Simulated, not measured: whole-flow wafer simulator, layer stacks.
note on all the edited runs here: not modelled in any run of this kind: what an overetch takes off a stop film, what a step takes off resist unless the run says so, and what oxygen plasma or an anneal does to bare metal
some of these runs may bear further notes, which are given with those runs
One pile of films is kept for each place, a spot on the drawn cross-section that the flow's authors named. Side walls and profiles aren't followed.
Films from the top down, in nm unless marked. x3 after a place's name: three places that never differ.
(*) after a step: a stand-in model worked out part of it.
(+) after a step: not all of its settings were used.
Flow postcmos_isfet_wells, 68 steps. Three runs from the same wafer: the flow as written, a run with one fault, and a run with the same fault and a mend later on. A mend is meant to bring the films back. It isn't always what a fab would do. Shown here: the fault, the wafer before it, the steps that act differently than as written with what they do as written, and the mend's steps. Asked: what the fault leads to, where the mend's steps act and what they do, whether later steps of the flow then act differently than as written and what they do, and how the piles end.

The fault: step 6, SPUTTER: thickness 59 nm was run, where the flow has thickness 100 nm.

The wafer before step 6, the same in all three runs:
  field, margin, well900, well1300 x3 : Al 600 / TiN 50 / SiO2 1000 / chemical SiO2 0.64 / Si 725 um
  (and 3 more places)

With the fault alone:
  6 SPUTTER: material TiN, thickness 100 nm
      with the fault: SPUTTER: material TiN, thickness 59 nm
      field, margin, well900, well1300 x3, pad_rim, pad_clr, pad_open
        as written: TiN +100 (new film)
        with the fault: TiN +59 (new film)
  Later steps of the flow that act differently than as written (1 more step differs only slightly, by at most 2% or 0.5 nm, whichever is larger, and isn't shown):
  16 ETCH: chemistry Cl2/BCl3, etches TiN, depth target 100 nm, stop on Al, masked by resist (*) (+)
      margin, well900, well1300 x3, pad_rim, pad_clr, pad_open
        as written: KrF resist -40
        with the fault: KrF resist -35.4
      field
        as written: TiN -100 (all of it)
        with the fault: TiN -59 (all of it)
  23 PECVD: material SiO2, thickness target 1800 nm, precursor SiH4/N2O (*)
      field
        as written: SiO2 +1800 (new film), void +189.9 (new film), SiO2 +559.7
        with the fault: SiO2 +1800 (new film), void +159.3 (new film), SiO2 +549.2
  At the end the piles differ from the flow's by more than 2% or 0.5 nm, whichever is larger, at field, margin, well900, well1300 x3, pad_rim, pad_clr, pad_open.
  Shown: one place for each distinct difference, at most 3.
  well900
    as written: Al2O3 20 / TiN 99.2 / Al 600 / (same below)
    with the fault: Al2O3 20 / TiN 58.2 / Al 600 / (same below)
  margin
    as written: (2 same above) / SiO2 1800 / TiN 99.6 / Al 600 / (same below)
    with the fault: (2 same above) / SiO2 1800 / TiN 58.6 / Al 600 / (same below)
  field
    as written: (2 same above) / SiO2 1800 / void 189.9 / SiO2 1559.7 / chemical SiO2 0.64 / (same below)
    with the fault: (2 same above) / SiO2 1800 / void 159.3 / SiO2 1549.2 / chemical SiO2 0.64 / (same below)

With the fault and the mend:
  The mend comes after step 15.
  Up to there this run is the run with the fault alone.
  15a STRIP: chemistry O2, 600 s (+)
      margin, well900, well1300 x3, pad_rim, pad_clr, pad_open
        KrF resist -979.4 (all of it)
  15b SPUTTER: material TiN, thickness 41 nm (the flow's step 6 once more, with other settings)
      field, margin, well900, well1300 x3, pad_rim, pad_clr, pad_open
        TiN +41
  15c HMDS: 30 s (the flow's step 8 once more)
      changes no film at any place that is followed
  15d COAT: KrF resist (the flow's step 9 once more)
      field, margin, well900, well1300 x3, pad_rim, pad_clr, pad_open
        KrF resist +1000 (new film)
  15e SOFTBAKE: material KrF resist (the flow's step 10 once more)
      changes no film at any place that is followed
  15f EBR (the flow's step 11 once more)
      changes no film at any place that is followed
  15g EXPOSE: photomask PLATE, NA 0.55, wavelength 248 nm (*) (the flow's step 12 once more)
      changes no film at any place that is followed
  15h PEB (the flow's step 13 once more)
      field, margin, well900, well1300 x3, pad_rim, pad_clr, pad_open
        KrF resist -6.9
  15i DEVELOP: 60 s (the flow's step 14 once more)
      margin, well900, well1300 x3, pad_rim, pad_clr, pad_open
        KrF resist -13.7
      field
        KrF resist -993.1 (all of it)
  No later step of the flow acts differently than as written at any place that is followed.
  At the end the piles are the same as the flow's at every place that both follow.
